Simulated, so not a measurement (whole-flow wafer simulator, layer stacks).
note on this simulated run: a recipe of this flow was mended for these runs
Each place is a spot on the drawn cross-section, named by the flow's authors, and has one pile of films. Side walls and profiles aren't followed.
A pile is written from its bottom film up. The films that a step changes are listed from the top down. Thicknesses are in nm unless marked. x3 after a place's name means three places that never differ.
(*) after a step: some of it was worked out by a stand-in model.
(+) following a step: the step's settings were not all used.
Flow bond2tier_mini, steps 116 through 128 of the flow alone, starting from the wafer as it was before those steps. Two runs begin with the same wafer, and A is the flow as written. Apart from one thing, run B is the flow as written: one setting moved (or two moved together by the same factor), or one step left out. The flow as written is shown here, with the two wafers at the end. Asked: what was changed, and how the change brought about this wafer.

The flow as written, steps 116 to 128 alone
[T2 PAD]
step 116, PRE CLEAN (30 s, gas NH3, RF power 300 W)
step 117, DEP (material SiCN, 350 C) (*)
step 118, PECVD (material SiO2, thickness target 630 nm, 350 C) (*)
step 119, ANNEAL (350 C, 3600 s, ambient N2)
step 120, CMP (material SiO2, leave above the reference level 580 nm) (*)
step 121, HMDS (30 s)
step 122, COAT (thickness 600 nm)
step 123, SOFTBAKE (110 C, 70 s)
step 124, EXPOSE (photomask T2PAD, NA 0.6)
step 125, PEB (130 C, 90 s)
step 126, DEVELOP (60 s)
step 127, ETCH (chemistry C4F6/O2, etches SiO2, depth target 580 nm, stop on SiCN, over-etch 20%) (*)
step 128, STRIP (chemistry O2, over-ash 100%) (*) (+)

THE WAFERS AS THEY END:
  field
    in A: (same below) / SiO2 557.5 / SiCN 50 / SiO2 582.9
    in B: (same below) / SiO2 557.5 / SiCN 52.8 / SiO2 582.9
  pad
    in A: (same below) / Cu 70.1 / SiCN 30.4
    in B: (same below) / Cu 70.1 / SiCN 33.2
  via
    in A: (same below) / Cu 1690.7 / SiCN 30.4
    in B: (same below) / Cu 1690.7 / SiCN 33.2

What caused this: step 117, DEP: 337 C was run, though the flow has 350 C.

Step by step, how the change led to this:
  step 117, DEP (material SiCN, 350 C) (*)
      field, pad, via: A +50 SiCN (new film) | B +52.8 SiCN (new film)
